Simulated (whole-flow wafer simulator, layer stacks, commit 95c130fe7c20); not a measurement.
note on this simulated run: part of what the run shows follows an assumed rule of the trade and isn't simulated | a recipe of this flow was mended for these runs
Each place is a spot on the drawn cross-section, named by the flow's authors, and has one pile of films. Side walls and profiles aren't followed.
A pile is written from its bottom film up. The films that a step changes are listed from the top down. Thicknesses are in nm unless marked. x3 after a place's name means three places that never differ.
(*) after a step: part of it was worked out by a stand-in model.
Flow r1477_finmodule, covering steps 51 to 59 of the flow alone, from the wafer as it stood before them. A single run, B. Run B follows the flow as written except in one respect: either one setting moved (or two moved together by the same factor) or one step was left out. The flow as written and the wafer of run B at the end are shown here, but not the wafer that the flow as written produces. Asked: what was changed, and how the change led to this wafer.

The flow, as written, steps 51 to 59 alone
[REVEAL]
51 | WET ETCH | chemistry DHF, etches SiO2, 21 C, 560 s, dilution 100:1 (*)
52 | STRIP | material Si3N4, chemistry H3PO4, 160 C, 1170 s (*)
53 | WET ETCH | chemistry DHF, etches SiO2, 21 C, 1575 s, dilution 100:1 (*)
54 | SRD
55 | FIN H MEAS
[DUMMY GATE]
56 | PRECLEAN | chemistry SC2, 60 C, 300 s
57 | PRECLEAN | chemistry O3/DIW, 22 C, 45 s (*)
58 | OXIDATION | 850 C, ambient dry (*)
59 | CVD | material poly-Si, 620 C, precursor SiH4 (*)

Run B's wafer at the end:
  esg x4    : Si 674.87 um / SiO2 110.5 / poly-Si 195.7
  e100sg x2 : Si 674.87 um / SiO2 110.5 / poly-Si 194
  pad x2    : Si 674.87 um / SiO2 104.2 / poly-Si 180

Cause: step 53, WET ETCH: 965 s was run, whereas the flow has 1575 s.

The path from the change to this, step by step:
  53 | WET ETCH | chemistry DHF, etches SiO2, 21 C, 1575 s, dilution 100:1 (*)
      esg x4, e100sg x2, e200sg x2 and 12 more: -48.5 SiO2 (in the flow as written it would be: -79.1 SiO2)
      pad x2: -52.5 SiO2 (in the flow as written it would be: -85.7 SiO2)
  59 | CVD | material poly-Si, 620 C, precursor SiH4 (*)
      e100sg x2, s40sg x2, s50cg x2: +194 poly-Si (new film) (in the flow as written it would be: +226.3 poly-Si (new film))
      esg x4: +195.7 poly-Si (new film) (in the flow as written it would be: +226.3 poly-Si (new film))
      (also at 10 further places)
